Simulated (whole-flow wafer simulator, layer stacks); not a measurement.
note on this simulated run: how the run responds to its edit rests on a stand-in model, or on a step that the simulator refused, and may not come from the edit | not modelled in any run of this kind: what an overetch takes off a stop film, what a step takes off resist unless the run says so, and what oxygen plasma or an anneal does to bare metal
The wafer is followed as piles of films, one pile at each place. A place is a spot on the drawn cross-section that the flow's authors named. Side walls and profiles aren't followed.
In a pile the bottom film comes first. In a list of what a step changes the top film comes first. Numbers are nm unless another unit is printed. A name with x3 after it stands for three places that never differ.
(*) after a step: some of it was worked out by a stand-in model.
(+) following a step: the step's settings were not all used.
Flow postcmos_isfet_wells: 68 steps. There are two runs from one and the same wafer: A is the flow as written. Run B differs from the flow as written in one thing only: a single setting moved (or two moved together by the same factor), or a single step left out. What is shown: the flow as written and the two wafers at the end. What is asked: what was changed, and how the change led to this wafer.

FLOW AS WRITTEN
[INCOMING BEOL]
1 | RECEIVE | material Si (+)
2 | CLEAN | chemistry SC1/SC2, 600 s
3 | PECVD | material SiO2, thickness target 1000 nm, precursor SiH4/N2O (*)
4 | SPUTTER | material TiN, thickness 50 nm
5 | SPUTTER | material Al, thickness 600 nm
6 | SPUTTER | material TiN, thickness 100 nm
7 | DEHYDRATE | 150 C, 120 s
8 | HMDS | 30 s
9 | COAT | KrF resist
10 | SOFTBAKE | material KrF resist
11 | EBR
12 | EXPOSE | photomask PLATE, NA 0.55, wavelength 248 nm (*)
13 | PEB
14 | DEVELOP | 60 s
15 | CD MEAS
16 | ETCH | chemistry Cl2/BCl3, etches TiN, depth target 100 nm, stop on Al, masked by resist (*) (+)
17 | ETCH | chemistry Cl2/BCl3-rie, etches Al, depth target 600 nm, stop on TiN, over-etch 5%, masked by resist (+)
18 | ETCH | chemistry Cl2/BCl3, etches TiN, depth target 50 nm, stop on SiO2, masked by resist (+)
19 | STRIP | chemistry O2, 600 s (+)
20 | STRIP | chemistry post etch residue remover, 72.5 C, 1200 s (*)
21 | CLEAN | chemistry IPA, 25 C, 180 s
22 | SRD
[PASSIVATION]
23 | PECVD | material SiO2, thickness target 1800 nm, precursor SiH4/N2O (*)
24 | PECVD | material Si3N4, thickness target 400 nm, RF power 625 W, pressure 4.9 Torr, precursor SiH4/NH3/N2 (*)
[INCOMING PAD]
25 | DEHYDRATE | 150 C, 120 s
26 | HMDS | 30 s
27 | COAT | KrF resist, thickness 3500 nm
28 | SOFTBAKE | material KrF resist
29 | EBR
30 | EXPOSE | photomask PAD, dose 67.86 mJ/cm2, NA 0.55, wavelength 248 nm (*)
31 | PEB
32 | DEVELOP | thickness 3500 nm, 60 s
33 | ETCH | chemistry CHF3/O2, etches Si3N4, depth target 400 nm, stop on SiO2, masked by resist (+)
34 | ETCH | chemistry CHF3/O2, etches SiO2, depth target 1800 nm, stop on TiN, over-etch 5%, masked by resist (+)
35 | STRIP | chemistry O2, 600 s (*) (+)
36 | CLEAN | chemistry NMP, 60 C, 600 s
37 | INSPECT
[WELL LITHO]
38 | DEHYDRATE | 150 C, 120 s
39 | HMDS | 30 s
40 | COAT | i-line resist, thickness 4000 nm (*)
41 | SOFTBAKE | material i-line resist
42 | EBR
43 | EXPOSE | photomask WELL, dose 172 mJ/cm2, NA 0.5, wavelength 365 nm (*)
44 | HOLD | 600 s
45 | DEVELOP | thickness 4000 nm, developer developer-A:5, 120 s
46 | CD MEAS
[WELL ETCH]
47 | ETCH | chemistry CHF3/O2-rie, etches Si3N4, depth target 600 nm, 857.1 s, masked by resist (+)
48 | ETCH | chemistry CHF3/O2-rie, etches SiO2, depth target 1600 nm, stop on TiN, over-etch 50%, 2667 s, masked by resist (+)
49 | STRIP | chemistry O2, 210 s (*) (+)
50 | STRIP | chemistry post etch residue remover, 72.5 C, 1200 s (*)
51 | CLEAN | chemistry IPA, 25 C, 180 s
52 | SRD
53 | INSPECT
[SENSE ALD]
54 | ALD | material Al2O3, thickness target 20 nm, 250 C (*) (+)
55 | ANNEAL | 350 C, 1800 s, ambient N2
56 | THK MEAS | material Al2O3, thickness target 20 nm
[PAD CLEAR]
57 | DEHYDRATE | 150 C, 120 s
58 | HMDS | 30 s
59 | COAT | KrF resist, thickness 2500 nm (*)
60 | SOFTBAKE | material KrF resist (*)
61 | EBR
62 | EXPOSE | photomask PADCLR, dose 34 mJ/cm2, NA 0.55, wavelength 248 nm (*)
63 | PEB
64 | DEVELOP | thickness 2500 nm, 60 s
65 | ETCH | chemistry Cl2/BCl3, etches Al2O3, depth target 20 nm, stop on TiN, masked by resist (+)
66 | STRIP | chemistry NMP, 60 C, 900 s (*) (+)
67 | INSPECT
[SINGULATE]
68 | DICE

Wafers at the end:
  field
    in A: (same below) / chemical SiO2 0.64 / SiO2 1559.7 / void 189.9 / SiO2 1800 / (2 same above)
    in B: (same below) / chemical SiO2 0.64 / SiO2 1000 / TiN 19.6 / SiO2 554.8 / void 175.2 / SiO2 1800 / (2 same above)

Cause: step 18, ETCH: depth target 30 nm was run, whereas the flow has depth target 50 nm.

How this came from the change, step by step:
  18 | ETCH | chemistry Cl2/BCl3, etches TiN, depth target 50 nm, stop on SiO2, masked by resist (+)
      field: A -50 TiN (all of it) | B -30 TiN
      margin, well900, well1300, well2000, well3000, pad_rim, pad_clr, pad_open: A -20 KrF resist | B -12 KrF resist
  23 | PECVD | material SiO2, thickness target 1800 nm, precursor SiH4/N2O (*)
      field: A +1800 SiO2 (new film), +189.9 void (new film), +559.7 SiO2 | B +1800 SiO2 (new film), +175.2 void (new film), +554.8 SiO2 (new film)
Taking metal films that touch as one body, field has 1 body; the flow as written gives 0 bodies.
